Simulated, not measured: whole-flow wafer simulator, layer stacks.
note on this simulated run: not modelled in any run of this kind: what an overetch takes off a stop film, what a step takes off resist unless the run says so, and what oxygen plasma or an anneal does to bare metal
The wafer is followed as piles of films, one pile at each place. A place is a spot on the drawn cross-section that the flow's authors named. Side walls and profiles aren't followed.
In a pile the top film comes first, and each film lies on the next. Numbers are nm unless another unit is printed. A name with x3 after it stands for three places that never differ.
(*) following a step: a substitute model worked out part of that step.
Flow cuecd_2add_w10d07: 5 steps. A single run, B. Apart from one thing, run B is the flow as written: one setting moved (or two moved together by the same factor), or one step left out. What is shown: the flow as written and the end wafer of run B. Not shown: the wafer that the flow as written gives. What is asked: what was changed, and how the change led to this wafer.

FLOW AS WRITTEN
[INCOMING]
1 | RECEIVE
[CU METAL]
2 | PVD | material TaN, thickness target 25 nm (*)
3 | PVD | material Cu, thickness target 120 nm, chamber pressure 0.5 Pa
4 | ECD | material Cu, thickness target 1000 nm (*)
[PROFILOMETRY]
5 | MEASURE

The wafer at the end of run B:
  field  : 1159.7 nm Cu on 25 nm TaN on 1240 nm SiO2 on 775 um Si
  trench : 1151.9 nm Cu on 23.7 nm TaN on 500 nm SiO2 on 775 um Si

What caused this: step 3, PVD: thickness target 159.7 nm was run, whereas the flow has thickness target 120 nm.

How this came from the change, step by step:
  3 | PVD | material Cu, thickness target 120 nm, chamber pressure 0.5 Pa
      field: Cu gains 159.7 (new film) (in the flow as written it would be: Cu gains 120 (new film))
      trench: Cu gains 151.9 (new film) (in the flow as written it would be: Cu gains 114 (new film))
